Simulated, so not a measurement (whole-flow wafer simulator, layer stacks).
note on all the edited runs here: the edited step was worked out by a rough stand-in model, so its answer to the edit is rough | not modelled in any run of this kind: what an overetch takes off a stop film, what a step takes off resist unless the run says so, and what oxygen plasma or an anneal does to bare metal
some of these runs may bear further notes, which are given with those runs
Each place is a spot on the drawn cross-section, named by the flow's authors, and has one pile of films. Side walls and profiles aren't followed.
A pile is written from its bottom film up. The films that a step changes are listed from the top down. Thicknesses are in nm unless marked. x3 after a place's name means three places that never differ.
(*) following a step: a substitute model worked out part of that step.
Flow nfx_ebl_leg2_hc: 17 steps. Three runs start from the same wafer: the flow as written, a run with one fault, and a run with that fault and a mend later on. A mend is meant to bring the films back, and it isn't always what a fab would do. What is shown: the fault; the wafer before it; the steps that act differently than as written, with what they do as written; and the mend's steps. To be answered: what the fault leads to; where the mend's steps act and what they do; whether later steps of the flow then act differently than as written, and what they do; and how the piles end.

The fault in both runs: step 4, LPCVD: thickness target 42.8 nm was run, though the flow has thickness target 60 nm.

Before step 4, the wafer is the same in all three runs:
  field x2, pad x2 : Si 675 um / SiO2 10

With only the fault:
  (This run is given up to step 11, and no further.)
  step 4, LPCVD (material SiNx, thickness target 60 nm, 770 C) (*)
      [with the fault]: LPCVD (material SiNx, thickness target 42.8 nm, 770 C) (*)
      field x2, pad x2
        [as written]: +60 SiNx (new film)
        [with the fault]: +42.8 SiNx (new film)
  None of the later steps of the flow up to step 11 acts differently than as written at any place that is followed.
  Once step 11 is done, the piles at field x2, pad x2 depart from the flow's by more than 2% or 0.5 nm, whichever is larger.
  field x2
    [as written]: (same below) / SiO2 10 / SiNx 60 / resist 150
    [with the fault]: (same below) / SiO2 10 / SiNx 42.8 / resist 150
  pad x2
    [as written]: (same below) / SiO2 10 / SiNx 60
    [with the fault]: (same below) / SiO2 10 / SiNx 42.8

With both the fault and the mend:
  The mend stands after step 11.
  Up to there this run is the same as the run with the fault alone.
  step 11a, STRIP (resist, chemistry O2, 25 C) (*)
      field x2
        -150 resist (all of it)
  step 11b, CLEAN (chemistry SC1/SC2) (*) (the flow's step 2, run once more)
      alters no film at any place that is followed
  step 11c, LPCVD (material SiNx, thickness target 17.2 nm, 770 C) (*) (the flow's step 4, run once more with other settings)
      field x2, pad x2
        +17.2 SiNx
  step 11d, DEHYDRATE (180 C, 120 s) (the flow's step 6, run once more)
      alters no film at any place that is followed
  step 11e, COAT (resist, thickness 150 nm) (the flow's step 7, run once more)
      field x2, pad x2
        +150 resist (new film)
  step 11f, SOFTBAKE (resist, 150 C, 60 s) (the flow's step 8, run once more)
      alters no film at any place that is followed
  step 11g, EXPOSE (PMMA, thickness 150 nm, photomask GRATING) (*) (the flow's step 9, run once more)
      alters no film at any place that is followed
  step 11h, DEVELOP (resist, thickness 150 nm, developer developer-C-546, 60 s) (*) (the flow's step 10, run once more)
      pad x2
        -150 resist (all of it)
  None of the later steps of the flow acts differently than as written at any place that is followed.
  By the end, the piles equal the flow's at every place that both follow.
